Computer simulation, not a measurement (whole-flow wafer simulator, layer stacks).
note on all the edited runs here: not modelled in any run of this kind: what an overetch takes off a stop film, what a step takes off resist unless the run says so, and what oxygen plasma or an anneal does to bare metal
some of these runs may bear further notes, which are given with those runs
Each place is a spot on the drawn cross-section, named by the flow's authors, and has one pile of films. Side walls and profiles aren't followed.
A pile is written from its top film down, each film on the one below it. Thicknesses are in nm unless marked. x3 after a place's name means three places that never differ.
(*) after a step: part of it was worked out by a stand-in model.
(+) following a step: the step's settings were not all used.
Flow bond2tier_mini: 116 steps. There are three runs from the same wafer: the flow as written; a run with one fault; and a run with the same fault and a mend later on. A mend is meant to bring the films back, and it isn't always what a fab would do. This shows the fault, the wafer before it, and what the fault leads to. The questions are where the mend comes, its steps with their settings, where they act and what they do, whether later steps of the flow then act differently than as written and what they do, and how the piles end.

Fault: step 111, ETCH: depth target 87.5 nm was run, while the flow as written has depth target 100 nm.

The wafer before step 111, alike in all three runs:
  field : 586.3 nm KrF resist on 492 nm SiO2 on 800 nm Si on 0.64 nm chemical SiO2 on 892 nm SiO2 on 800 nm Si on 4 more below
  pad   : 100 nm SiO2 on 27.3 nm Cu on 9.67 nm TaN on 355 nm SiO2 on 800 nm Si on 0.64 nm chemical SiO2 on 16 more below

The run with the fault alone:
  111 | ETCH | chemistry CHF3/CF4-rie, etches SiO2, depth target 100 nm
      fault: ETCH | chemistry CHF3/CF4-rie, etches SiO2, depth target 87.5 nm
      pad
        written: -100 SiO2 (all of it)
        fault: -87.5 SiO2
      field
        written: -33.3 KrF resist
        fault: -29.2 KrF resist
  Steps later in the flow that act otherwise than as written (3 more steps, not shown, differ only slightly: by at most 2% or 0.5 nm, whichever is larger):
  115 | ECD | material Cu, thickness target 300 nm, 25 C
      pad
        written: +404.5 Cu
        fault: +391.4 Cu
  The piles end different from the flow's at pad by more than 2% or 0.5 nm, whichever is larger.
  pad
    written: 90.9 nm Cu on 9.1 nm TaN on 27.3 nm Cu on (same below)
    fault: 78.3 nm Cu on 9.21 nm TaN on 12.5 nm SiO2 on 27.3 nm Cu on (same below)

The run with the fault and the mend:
  The mend follows step 112.
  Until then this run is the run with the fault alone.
  112a | COAT | KrF resist, thickness 600 nm (*) (the flow's step 106 again)
      field
        +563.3 KrF resist (new film)
      pad
        +638.4 KrF resist (new film)
  112b | SOFTBAKE | KrF resist (the flow's step 107 again)
      alters no film at any place that is followed
  112c | EXPOSE | photomask T3PAD, NA 0.6 (the flow's step 108 again)
      alters no film at any place that is followed
  112d | PEB | KrF resist (the flow's step 109 again)
      alters no film at any place that is followed
  112e | DEVELOP | developer TMAH-0.26N, 60 s (the flow's step 110 again)
      field
        -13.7 KrF resist
      pad
        -638.4 KrF resist (all of it)
  112f | ETCH | chemistry CHF3/CF4-rie, etches SiO2, depth target 12.5 nm (the flow's step 111 again, with other settings)
      field
        -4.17 KrF resist
      pad
        -12.5 SiO2 (all of it)
  112g | STRIP | chemistry O2, over-ash 100% (+) (the flow's step 112 again)
      field
        -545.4 KrF resist (all of it)
  None of the later steps of the flow acts differently than as written at any place that is followed.
  The piles end the same as the flow's at every place that both follow.
